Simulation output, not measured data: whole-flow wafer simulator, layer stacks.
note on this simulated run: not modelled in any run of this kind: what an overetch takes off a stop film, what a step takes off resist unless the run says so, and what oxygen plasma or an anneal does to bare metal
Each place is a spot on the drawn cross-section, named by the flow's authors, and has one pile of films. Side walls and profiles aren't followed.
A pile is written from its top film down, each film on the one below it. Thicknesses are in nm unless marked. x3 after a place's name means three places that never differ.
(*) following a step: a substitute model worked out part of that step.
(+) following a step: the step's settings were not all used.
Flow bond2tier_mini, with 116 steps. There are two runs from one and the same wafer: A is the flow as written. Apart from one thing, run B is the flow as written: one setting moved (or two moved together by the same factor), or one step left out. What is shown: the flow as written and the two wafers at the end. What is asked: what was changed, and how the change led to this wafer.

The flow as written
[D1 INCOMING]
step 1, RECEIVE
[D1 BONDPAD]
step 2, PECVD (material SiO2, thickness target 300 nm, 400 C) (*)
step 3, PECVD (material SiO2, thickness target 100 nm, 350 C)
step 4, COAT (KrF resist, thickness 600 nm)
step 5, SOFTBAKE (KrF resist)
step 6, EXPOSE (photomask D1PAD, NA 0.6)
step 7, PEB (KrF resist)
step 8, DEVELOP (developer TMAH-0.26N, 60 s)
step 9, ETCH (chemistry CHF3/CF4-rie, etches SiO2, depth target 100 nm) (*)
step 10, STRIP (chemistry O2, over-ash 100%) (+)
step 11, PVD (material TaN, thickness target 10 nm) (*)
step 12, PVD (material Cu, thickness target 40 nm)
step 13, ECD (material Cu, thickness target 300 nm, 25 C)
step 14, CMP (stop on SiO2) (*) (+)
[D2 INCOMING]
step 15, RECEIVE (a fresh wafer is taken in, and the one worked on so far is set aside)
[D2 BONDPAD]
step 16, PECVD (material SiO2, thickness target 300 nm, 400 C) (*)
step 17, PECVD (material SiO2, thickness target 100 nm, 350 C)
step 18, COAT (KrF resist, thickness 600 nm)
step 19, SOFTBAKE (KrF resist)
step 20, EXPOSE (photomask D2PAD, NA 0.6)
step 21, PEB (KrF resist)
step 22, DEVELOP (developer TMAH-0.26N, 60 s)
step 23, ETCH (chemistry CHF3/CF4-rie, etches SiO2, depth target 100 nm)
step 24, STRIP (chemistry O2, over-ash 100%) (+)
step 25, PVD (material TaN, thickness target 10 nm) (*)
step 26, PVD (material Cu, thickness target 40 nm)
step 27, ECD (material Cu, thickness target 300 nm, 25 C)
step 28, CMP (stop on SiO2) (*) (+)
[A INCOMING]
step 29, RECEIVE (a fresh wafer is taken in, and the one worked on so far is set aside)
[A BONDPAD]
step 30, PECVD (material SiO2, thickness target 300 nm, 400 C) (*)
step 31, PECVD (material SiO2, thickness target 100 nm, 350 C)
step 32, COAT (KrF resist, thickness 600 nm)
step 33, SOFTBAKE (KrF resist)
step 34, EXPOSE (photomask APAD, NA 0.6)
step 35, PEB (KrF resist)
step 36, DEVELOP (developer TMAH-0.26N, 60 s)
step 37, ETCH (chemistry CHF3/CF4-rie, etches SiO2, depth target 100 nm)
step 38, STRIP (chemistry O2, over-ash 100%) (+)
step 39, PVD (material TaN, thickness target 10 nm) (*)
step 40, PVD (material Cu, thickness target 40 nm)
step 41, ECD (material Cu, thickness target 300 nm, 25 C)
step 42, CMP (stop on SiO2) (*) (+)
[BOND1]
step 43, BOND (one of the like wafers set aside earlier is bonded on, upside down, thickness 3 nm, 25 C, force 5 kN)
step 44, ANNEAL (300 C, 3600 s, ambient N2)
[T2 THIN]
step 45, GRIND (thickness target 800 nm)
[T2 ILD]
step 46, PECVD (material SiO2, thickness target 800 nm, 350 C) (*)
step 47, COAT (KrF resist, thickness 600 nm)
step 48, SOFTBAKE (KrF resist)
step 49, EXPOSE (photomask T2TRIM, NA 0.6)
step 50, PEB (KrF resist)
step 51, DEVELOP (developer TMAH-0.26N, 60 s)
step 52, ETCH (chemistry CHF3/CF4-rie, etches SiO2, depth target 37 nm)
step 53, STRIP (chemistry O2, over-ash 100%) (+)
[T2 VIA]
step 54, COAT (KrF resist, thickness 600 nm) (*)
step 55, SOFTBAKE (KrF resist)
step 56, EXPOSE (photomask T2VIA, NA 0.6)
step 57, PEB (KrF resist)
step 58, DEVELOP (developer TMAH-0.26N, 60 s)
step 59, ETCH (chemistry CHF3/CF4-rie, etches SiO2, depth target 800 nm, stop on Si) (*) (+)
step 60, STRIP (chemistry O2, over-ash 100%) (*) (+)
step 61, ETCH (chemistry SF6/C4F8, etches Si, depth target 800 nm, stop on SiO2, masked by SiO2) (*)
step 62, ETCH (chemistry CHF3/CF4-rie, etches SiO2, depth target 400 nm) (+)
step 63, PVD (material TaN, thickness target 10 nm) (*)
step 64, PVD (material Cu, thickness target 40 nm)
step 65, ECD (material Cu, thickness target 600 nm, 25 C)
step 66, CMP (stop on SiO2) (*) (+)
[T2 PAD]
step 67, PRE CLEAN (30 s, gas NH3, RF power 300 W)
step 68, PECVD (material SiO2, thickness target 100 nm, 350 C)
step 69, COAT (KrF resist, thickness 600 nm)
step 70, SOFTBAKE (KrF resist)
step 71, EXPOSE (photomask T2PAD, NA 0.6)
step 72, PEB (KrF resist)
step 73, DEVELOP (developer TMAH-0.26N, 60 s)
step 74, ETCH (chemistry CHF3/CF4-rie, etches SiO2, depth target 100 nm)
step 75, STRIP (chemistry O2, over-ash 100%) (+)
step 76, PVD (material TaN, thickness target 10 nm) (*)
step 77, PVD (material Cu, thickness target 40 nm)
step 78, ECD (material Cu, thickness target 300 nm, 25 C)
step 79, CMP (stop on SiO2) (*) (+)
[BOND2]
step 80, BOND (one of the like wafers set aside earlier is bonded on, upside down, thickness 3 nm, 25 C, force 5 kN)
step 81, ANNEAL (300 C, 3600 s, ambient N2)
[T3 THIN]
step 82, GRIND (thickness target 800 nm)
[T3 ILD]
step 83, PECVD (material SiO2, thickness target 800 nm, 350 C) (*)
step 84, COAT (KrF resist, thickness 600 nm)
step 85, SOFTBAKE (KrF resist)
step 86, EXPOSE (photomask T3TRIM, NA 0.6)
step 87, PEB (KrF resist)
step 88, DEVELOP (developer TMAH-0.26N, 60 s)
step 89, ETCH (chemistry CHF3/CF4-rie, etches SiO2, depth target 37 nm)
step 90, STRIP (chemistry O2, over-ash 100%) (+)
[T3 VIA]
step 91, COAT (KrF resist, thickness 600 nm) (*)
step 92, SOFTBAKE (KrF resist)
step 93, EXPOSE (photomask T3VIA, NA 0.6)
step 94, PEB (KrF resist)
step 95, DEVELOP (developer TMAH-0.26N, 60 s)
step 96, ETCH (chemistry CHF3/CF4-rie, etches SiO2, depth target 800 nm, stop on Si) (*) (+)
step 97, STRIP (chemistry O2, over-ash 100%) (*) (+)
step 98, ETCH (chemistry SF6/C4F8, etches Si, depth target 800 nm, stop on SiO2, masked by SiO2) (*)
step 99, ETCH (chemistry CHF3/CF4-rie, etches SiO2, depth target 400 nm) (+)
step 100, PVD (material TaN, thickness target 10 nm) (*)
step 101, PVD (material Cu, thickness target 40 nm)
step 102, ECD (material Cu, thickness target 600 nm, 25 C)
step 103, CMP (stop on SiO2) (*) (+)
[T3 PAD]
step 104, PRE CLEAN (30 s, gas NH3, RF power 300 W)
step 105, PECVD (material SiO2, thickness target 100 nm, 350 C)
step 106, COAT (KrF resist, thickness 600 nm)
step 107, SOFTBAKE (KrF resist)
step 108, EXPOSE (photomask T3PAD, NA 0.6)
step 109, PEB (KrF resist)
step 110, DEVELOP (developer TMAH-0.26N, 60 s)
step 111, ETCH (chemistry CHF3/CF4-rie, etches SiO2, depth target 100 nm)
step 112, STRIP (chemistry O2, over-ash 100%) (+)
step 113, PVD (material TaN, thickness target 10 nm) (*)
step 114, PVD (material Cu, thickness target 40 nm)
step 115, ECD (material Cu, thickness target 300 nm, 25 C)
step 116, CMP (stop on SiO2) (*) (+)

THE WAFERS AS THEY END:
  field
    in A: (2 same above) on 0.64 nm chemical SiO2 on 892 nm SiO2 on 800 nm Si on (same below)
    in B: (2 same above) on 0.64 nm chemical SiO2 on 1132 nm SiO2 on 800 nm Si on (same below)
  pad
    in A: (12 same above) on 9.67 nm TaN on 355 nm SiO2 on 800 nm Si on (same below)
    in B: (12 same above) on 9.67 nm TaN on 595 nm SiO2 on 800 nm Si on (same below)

Cause: step 62, ETCH: depth target 160 nm was run, while the flow as written has depth target 400 nm.

How this came from the change, step by step:
  step 62, ETCH (chemistry CHF3/CF4-rie, etches SiO2, depth target 400 nm) (+)
      field, pad: A -400 SiO2 | B -160 SiO2
